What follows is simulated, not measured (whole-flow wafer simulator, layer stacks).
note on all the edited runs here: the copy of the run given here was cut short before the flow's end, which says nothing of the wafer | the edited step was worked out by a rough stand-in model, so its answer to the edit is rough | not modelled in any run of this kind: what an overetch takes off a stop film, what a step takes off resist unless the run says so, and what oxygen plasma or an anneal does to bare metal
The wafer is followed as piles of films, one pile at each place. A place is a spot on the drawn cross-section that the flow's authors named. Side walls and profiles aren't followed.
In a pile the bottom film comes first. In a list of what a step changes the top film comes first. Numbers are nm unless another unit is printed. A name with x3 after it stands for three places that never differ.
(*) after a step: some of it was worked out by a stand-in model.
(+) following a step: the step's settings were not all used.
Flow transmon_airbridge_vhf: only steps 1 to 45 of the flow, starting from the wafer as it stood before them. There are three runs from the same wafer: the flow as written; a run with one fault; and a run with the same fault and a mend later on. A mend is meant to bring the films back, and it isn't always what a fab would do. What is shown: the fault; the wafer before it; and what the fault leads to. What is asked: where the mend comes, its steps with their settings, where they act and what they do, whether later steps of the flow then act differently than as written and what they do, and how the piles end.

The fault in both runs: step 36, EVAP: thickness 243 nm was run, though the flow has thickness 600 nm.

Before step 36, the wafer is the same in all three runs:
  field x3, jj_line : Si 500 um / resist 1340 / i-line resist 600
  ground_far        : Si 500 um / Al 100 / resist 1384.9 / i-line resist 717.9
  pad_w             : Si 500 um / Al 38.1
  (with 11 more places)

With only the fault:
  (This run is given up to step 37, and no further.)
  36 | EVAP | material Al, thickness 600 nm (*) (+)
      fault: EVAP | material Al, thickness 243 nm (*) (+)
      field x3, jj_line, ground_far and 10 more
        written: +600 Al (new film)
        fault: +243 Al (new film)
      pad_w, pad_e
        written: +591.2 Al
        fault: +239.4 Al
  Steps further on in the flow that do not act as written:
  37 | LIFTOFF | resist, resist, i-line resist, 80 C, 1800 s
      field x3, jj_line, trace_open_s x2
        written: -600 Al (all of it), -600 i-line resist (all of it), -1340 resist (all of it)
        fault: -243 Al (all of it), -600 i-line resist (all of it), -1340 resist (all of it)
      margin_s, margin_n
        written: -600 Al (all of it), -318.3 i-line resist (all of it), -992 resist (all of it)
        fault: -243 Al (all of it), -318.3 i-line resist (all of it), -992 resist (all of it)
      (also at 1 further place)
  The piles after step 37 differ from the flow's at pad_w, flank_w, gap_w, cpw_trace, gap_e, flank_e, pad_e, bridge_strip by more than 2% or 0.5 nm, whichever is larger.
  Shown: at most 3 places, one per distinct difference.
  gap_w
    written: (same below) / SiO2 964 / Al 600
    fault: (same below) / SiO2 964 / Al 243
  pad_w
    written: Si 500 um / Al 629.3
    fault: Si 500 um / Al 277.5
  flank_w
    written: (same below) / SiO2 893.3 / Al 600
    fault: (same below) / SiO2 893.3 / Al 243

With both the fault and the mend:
  The mend stands after step 36.
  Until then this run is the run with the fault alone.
  36a | EVAP | material Al, thickness 357 nm (*) (+) (the flow's step 36, run once more with other settings)
      field x3, jj_line, ground_far and 10 more
        +357 Al
      pad_w, pad_e
        +351.7 Al
  Every later step of the flow that is run acts as written, at every place that is followed, to within 2% or 0.5 nm, whichever is larger.
  At the end the piles are close to the flow's at the places that both follow, differing by at most 2% or 0.5 nm, whichever is larger.
